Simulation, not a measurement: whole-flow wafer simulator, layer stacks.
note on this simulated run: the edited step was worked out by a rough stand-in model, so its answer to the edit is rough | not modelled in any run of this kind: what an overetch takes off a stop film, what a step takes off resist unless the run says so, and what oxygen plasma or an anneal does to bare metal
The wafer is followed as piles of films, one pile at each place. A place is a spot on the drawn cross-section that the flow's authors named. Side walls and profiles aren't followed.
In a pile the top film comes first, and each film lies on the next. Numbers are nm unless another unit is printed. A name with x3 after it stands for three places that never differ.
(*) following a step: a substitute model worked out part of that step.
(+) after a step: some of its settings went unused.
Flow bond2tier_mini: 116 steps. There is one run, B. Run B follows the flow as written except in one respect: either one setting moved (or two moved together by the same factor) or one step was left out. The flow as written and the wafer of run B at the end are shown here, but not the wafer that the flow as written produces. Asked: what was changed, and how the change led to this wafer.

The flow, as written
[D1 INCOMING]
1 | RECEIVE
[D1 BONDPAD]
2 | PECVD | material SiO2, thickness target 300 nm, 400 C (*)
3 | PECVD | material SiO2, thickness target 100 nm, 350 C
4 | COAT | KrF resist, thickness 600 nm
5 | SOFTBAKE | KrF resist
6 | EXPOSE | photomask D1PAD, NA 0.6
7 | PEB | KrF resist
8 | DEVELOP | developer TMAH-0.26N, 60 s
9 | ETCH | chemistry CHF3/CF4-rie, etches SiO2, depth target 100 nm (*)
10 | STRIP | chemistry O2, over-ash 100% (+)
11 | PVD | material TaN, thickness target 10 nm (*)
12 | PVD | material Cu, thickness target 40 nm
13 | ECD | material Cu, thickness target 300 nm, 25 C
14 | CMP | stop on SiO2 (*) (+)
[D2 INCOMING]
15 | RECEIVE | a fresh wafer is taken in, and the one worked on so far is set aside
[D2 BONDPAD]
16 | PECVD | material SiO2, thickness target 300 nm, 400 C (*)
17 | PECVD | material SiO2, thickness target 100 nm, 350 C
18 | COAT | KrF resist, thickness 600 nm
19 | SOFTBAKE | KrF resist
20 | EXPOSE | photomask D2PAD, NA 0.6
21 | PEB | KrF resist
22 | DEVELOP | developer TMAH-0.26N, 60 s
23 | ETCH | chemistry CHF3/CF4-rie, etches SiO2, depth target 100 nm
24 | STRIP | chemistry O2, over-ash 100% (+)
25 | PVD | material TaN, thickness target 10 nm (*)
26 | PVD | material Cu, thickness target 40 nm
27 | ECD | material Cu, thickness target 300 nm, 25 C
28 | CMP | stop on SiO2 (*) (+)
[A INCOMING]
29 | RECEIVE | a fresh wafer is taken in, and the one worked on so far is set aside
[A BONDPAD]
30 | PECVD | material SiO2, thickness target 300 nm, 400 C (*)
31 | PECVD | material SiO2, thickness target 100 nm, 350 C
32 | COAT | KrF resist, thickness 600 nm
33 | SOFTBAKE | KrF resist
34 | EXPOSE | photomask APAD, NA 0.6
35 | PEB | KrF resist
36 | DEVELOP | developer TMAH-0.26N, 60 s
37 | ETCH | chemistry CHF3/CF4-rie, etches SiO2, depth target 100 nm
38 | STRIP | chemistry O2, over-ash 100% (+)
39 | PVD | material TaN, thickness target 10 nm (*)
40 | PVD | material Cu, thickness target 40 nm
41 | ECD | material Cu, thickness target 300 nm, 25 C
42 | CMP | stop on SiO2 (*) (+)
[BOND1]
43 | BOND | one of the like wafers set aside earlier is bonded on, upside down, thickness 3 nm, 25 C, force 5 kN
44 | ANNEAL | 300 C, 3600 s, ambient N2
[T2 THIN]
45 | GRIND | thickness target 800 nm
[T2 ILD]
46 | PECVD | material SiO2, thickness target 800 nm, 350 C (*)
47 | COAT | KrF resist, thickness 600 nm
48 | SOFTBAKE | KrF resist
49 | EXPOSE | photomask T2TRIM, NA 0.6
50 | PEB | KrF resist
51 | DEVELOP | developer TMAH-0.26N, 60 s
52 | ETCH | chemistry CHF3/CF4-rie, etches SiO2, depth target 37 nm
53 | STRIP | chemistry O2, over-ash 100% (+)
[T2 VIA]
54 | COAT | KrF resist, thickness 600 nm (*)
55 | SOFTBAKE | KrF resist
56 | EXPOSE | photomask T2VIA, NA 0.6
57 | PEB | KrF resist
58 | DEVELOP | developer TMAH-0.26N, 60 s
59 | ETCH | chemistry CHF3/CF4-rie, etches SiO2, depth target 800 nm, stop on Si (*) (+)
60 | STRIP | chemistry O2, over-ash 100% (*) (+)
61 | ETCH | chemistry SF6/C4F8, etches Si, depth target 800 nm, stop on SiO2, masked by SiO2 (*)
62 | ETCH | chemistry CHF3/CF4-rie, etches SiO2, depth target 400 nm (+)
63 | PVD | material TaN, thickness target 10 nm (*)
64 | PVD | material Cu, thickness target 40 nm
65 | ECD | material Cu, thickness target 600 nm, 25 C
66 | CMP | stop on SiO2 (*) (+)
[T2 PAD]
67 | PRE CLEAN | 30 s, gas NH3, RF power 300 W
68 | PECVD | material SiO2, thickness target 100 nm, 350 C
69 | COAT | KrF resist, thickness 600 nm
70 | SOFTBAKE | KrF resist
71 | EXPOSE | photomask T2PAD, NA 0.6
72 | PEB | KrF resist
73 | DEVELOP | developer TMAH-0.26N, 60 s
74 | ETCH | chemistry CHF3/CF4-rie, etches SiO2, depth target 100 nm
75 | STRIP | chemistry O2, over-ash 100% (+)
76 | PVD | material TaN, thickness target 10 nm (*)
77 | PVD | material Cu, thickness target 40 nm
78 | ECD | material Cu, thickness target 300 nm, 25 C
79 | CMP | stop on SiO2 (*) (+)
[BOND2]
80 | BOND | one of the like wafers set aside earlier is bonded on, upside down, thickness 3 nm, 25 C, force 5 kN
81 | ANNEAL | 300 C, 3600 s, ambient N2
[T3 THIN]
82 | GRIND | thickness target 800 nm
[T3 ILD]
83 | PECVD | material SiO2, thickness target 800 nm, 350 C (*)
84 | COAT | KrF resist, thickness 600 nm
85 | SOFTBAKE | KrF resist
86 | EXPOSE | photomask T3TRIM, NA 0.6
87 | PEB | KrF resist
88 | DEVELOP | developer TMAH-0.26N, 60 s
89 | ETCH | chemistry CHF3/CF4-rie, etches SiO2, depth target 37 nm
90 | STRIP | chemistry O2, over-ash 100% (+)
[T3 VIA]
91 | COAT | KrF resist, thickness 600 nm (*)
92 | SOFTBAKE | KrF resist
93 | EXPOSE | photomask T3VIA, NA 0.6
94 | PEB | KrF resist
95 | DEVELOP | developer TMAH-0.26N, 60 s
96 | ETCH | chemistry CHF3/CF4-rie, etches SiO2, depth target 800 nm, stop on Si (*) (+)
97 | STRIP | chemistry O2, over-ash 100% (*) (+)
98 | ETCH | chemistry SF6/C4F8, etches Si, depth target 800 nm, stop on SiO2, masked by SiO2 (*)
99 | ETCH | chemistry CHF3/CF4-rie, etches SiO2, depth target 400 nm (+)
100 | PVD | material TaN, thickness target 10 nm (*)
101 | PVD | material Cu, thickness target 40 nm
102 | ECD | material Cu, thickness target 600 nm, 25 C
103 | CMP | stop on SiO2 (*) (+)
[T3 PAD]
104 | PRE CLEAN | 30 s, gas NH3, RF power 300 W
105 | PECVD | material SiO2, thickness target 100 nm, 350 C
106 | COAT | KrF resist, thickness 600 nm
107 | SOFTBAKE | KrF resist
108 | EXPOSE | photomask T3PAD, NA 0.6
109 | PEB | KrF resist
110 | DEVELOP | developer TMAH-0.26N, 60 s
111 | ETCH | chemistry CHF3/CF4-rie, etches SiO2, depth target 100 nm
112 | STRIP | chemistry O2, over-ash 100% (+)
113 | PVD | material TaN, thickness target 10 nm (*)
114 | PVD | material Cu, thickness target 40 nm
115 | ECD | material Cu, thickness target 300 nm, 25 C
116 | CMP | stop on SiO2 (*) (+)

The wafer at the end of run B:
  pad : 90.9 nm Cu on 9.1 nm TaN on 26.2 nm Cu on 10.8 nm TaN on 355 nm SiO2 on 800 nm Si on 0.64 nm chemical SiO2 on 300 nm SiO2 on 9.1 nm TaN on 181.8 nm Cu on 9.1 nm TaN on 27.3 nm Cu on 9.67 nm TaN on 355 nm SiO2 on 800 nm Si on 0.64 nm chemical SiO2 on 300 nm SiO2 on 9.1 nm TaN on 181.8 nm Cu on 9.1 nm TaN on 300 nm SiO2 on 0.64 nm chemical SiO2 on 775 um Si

What caused this: step 100, PVD: thickness target 11.2 nm was run, whereas the flow has thickness target 10 nm.

How this came from the change, step by step:
  100 | PVD | material TaN, thickness target 10 nm (*)
      field: +11.2 TaN (new film) (in the flow as written it would be: +10 TaN (new film))
      pad: +10.8 TaN (new film) (in the flow as written it would be: +9.67 TaN (new film))
  103 | CMP | stop on SiO2 (*) (+)
      field: -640 Cu (all of it), -11.2 TaN (all of it) (in the flow as written it would be: -640 Cu (all of it), -10 TaN (all of it))
